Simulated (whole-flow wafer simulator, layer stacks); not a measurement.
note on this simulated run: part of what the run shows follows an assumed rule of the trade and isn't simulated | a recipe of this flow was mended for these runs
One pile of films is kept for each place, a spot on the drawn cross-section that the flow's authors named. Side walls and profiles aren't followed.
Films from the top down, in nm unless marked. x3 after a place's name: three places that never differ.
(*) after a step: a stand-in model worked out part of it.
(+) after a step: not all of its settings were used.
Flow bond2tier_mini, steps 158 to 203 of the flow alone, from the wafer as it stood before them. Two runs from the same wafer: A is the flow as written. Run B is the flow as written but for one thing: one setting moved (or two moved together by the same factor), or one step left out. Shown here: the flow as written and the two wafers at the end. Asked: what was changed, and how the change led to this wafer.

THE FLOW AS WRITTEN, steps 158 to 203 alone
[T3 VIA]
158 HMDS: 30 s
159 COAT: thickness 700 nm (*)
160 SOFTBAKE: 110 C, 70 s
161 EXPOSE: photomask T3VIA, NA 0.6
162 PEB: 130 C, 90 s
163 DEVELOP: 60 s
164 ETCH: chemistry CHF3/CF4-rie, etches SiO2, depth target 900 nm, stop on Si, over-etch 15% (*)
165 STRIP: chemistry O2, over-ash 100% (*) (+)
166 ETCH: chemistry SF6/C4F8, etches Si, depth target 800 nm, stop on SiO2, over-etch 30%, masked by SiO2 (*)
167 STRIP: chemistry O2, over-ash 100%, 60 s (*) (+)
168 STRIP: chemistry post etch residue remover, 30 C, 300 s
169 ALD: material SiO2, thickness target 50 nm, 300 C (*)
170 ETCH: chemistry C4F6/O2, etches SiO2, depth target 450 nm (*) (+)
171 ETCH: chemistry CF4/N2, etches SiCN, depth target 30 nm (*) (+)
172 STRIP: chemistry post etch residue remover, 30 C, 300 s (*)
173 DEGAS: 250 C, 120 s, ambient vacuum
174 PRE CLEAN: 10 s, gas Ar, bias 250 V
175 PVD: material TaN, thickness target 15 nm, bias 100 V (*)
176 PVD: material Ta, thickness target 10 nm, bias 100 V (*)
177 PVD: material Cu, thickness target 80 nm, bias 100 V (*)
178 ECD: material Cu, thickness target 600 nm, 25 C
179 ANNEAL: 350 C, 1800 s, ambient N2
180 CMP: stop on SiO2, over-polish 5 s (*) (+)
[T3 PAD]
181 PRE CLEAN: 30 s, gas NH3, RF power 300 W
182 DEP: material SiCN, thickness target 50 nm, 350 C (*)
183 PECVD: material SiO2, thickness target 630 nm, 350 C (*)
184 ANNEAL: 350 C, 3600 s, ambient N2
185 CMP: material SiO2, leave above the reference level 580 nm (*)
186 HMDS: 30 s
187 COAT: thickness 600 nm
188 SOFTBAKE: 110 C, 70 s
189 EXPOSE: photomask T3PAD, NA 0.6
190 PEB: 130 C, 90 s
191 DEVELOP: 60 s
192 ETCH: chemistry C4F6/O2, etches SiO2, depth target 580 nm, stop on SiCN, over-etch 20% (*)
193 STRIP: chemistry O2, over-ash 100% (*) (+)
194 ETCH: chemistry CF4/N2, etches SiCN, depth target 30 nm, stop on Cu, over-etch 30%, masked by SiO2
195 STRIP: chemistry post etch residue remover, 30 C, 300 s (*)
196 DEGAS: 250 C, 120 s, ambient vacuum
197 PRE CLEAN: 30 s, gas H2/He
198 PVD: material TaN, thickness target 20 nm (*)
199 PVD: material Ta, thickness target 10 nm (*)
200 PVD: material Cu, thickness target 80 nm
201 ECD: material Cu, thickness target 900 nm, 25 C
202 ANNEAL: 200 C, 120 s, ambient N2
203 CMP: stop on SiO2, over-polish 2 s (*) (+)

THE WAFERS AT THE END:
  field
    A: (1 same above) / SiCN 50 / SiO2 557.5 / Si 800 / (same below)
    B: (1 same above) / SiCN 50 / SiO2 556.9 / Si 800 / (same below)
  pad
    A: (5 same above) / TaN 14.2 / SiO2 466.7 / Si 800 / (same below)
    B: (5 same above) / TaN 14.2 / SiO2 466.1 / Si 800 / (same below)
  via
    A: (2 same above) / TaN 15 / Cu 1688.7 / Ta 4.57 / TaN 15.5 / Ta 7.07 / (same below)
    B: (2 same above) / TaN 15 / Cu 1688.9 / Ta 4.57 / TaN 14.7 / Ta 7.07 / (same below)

The cause: step 174, PRE CLEAN: bias 325 V was run, where the flow has bias 250 V.

How the change led to this, step by step:
  174 PRE CLEAN: 10 s, gas Ar, bias 250 V
      field, pad: A SiO2 -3 | B SiO2 -3.61
      via: A TaN -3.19 | B TaN -3.97
